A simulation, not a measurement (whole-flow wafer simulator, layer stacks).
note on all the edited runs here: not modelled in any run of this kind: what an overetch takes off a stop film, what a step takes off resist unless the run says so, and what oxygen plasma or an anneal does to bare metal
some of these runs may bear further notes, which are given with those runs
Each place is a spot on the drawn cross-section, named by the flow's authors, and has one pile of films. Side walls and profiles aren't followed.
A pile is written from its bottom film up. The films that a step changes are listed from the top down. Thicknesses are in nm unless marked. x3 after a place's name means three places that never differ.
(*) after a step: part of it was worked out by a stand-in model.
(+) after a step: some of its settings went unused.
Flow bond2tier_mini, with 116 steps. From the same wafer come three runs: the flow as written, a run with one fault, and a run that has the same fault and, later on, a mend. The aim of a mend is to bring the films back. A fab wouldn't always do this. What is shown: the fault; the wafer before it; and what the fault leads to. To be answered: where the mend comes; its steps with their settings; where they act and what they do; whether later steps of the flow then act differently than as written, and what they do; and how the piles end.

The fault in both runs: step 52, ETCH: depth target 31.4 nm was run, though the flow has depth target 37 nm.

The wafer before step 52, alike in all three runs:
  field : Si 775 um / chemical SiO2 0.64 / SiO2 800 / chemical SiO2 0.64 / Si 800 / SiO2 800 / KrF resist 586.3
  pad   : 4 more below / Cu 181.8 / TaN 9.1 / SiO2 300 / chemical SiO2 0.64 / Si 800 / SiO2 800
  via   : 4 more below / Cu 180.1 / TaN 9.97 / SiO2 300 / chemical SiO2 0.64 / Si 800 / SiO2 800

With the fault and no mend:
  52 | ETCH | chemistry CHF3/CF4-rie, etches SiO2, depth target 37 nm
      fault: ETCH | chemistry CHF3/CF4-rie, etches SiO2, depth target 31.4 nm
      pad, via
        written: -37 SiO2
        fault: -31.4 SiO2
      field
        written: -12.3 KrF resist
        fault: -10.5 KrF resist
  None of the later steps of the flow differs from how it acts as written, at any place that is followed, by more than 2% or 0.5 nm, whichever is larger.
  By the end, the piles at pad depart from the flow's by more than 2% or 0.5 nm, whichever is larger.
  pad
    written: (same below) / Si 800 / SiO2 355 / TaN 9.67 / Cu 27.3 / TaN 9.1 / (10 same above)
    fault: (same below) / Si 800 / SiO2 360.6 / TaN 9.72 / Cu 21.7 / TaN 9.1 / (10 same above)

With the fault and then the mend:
  After step 53 comes the mend.
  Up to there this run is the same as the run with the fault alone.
  53a | COAT | KrF resist, thickness 600 nm (*) (the flow's step 47 again)
      field
        +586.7 KrF resist (new film)
      pad
        +613.9 KrF resist (new film)
      via
        +612.2 KrF resist (new film)
  53b | SOFTBAKE | KrF resist (the flow's step 48 again)
      leaves every film unchanged at each place that is followed
  53c | EXPOSE | photomask T2TRIM, NA 0.6 (the flow's step 49 again)
      leaves every film unchanged at each place that is followed
  53d | PEB | KrF resist (the flow's step 50 again)
      leaves every film unchanged at each place that is followed
  53e | DEVELOP | developer TMAH-0.26N, 60 s (the flow's step 51 again)
      field
        -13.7 KrF resist
      pad
        -613.9 KrF resist (all of it)
      via
        -612.2 KrF resist (all of it)
  53f | ETCH | chemistry CHF3/CF4-rie, etches SiO2, depth target 5.6 nm (the flow's step 52 again, with other settings)
      pad, via
        -5.6 SiO2
      field
        -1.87 KrF resist
  53g | STRIP | chemistry O2, over-ash 100% (+) (the flow's step 53 again)
      field
        -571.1 KrF resist (all of it)
  None of the later steps of the flow acts differently than as written at any place that is followed.
  At every place that both follow, the piles at the end match the flow's.
